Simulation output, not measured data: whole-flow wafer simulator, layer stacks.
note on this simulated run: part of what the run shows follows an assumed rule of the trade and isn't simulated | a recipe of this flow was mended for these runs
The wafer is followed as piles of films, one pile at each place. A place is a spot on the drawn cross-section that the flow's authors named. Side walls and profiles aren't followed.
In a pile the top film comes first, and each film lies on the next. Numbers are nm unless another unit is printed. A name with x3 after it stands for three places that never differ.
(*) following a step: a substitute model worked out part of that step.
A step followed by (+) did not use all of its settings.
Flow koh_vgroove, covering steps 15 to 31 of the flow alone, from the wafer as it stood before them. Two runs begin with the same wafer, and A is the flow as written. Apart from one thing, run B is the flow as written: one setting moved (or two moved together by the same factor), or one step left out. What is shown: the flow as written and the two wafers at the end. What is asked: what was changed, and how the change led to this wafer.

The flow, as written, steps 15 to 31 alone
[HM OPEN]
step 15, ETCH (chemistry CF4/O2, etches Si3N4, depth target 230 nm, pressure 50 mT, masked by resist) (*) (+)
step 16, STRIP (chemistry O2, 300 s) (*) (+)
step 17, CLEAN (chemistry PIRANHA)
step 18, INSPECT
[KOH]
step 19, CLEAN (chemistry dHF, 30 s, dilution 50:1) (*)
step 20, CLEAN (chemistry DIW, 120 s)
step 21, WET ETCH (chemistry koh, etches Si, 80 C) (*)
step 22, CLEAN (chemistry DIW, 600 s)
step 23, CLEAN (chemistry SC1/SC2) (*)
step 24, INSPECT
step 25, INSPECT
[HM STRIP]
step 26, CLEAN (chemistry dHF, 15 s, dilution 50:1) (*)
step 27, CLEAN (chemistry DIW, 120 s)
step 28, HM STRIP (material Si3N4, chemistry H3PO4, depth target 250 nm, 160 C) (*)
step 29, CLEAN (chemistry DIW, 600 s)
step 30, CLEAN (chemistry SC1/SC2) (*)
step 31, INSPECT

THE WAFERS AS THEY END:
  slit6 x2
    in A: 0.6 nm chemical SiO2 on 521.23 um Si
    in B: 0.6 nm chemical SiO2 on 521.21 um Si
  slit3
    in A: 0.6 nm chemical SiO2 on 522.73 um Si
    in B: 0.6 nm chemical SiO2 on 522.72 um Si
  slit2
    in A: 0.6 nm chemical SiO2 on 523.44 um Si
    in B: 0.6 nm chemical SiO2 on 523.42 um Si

Cause: step 15, ETCH: depth target 247 nm was run, though the flow has depth target 230 nm.

How this came from the change, step by step:
  step 15, ETCH (chemistry CF4/O2, etches Si3N4, depth target 230 nm, pressure 50 mT, masked by resist) (*) (+)
      slit3, slit2, slit6 x2: A Si3N4 loses 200 (all of it), chemical SiO2 loses 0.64 (all of it), Si loses 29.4 | B Si3N4 loses 200 (all of it), chemical SiO2 loses 0.64 (all of it), Si loses 46.4
      field: A i-line-resist loses 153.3 | B i-line-resist loses 164.7
